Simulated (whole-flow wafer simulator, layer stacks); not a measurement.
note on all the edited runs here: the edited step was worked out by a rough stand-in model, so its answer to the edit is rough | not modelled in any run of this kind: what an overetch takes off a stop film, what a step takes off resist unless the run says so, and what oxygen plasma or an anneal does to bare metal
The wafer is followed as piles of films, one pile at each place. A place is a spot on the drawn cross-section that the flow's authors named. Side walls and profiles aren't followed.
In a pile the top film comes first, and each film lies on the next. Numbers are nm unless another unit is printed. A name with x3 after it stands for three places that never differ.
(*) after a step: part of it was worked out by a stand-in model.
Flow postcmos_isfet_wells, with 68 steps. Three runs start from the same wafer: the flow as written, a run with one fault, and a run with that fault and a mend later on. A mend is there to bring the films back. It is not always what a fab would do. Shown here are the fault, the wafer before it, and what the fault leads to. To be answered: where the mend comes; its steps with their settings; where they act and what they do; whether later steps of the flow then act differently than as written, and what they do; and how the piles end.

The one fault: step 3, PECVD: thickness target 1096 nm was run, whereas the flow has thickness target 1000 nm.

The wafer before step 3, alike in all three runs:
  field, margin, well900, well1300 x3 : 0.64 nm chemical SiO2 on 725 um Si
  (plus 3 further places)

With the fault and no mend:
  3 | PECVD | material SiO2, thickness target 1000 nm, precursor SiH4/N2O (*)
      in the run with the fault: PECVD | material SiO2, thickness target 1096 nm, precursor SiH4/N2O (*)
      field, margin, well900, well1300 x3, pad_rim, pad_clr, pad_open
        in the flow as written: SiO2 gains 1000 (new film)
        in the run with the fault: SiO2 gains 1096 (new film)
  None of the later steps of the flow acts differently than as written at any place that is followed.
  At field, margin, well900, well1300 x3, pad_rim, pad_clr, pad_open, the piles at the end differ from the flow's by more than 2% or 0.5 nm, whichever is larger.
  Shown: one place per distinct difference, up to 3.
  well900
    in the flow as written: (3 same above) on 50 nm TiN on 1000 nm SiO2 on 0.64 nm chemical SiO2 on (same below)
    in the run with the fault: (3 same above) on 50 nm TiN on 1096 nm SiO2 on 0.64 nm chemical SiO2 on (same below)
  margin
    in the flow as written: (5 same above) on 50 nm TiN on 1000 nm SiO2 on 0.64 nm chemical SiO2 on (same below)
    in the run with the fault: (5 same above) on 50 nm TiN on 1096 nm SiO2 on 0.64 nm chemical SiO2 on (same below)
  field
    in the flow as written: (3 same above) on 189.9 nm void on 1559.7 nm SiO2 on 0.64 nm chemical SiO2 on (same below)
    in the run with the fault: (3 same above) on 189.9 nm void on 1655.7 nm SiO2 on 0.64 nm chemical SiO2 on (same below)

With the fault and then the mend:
  The mend stands after step 3.
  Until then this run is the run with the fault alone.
  3a | ETCH | chemistry boe, depth target 1260 nm
      field, margin, well900, well1300 x3, pad_rim, pad_clr, pad_open
        SiO2 loses 1096 (all of it), chemical SiO2 loses 0.64 (all of it)
  3b | PECVD | material SiO2, thickness target 1000 nm, precursor SiH4/N2O (the flow's step 3, run once more)
      field, margin, well900, well1300 x3, pad_rim, pad_clr, pad_open
        SiO2 gains 1000 (new film)
  None of the later steps of the flow acts differently than as written at any place that is followed.
  At field, margin, well900, well1300 x3, pad_rim, pad_clr, pad_open, the piles at the end differ from the flow's by more than 2% or 0.5 nm, whichever is larger.
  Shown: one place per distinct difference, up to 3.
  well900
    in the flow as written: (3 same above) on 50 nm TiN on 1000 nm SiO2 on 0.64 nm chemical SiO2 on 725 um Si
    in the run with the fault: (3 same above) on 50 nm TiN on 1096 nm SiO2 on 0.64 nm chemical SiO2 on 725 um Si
    in the run with the mend: (3 same above) on 50 nm TiN on 1000 nm SiO2 on 725 um Si
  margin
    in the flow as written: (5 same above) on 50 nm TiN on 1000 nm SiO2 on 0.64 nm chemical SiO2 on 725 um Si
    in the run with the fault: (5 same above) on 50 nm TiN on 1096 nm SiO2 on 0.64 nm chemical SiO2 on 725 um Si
    in the run with the mend: (5 same above) on 50 nm TiN on 1000 nm SiO2 on 725 um Si
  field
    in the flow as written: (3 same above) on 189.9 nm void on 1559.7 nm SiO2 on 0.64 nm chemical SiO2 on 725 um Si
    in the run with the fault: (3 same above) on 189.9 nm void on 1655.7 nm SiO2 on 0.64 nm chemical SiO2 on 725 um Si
    in the run with the mend: (3 same above) on 189.9 nm void on 1559.7 nm SiO2 on 725 um Si
